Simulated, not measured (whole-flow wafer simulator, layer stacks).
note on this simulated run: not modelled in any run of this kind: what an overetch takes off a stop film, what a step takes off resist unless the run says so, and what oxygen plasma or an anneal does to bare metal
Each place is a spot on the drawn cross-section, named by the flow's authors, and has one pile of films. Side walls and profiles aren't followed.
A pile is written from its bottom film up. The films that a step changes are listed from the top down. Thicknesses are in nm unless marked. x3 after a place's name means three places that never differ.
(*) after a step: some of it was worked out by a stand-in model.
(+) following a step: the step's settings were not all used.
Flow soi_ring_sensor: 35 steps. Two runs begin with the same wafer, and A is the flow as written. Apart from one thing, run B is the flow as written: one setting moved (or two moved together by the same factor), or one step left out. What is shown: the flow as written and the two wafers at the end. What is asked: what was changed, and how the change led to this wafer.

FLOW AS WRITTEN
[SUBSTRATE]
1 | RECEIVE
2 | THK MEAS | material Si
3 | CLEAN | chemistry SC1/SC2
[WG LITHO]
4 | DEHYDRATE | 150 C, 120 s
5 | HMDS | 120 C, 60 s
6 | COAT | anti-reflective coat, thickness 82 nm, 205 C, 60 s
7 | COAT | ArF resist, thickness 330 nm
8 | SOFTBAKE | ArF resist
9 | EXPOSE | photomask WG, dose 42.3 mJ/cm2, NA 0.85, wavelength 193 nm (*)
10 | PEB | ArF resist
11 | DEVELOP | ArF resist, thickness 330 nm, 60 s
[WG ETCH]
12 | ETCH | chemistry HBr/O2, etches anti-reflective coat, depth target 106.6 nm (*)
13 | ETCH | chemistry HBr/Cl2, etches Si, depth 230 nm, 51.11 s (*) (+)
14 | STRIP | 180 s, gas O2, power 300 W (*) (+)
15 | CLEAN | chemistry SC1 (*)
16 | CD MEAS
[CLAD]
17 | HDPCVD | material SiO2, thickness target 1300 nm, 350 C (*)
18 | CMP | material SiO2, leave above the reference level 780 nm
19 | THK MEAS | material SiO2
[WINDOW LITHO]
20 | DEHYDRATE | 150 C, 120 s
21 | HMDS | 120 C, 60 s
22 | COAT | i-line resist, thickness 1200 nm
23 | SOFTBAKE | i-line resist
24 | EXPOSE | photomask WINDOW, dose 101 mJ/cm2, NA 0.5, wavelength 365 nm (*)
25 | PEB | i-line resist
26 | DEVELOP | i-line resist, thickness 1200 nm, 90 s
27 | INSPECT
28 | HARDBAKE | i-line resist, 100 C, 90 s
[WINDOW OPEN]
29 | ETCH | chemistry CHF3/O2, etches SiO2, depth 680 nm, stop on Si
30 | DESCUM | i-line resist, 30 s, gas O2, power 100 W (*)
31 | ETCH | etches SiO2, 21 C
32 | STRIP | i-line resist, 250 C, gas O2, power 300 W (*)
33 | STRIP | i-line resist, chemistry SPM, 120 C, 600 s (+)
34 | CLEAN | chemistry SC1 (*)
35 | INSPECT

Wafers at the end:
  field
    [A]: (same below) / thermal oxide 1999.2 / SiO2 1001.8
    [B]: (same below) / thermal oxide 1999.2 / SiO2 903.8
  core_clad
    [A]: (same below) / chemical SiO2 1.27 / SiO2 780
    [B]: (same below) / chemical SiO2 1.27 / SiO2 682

Cause: step 18, CMP: leave above the reference level 682 nm was run, while the flow as written has leave above the reference level 780 nm.
The wafer itself shows it: core_clad has SiO2 682, and step 18 as written asks for 780 nm.

The path from the change to this, step by step:
  18 | CMP | material SiO2, leave above the reference level 780 nm
      gap, window, field, gap_clad: A SiO2 loses 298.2 | B SiO2 loses 396.2
      core, core_clad: A SiO2 loses 520 | B SiO2 loses 618
  31 | ETCH | etches SiO2, 21 C
      core: A SiO2 loses 100 (all of it), chemical SiO2 loses 1.27 (all of it) | B SiO2 loses 2 (all of it), chemical SiO2 loses 1.27 (all of it)
